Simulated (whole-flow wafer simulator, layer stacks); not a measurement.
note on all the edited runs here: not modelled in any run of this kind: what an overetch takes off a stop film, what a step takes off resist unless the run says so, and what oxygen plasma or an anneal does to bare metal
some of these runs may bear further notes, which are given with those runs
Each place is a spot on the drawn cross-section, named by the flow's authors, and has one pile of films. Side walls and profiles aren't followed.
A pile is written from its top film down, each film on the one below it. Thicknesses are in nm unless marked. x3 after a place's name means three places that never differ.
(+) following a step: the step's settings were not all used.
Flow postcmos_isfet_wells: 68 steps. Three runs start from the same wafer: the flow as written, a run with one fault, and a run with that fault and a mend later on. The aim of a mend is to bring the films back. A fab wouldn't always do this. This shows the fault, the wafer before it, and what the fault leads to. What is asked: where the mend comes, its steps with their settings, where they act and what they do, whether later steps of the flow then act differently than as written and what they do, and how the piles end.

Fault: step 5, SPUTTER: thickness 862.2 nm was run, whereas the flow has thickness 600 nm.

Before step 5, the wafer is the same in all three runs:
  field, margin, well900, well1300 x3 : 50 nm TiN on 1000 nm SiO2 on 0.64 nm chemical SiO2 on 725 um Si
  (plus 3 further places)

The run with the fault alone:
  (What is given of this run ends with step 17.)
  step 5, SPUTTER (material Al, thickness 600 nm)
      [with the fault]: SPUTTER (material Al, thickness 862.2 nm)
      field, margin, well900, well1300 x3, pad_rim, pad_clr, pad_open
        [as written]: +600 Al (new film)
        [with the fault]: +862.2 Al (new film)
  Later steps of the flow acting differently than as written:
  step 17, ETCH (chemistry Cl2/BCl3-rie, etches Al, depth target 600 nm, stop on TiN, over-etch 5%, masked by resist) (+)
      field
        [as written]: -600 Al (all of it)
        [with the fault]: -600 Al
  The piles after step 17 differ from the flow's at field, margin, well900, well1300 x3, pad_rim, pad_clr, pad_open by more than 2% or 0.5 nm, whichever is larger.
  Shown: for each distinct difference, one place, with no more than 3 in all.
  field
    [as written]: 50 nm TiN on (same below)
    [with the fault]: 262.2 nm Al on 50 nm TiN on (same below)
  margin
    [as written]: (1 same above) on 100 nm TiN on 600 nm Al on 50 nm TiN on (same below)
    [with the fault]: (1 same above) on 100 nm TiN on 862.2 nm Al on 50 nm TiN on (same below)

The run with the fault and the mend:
  The mend stands after step 5.
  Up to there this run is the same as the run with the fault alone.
  step 5a, ETCH (chemistry al pan, depth target 262.2 nm)
      field, margin, well900, well1300 x3, pad_rim, pad_clr, pad_open
        -262.2 Al
  Later steps of the flow that are run all act as written at every place that is followed.
  The piles end the same as the flow's at every place that both follow.
